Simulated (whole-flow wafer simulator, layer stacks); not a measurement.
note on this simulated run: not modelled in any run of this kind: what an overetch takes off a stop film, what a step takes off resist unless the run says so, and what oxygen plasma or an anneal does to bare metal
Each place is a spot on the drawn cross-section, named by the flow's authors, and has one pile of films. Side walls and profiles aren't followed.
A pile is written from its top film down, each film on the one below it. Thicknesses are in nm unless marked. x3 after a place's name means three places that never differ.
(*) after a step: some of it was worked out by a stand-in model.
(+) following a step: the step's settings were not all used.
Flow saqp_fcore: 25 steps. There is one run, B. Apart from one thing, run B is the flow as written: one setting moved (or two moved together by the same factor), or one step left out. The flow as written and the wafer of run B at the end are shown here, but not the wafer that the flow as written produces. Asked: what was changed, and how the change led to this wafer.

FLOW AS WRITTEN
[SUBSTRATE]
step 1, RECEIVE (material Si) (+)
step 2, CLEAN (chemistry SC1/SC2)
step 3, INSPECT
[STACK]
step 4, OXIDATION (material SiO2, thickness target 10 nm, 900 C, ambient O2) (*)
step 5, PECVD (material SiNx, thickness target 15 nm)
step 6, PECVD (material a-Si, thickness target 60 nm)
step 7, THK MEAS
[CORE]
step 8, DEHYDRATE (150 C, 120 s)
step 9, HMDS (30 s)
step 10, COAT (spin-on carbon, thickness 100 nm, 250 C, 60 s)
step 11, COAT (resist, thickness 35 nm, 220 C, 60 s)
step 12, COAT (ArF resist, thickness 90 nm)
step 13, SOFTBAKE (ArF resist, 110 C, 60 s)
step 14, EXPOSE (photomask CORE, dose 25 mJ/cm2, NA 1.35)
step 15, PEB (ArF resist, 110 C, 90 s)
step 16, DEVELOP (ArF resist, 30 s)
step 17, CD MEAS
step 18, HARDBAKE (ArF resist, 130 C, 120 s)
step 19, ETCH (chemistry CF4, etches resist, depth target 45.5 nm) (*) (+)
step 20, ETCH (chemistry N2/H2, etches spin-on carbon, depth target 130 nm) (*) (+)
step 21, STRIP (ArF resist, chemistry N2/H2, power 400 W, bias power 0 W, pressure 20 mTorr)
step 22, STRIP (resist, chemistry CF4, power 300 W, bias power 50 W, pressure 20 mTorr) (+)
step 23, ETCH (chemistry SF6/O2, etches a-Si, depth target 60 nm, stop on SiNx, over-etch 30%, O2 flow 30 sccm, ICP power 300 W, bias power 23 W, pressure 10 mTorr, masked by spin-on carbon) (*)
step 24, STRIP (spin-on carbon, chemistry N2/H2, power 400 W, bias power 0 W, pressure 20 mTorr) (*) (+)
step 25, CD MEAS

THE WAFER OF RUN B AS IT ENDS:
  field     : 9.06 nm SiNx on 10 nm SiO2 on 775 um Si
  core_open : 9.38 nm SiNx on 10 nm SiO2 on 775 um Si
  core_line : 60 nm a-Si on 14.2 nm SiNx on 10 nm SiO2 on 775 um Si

Cause: step 5, PECVD: thickness target 14.2 nm was run, while the flow as written has thickness target 15 nm.
The wafer itself shows it: core_line has SiNx 14.2, and step 5 as written asks for 15 nm.

How this came from the change, step by step:
  step 5, PECVD (material SiNx, thickness target 15 nm)
      field, core_open, core_line: SiNx gains 14.2 (new film) (it would be, as written: SiNx gains 15 (new film))
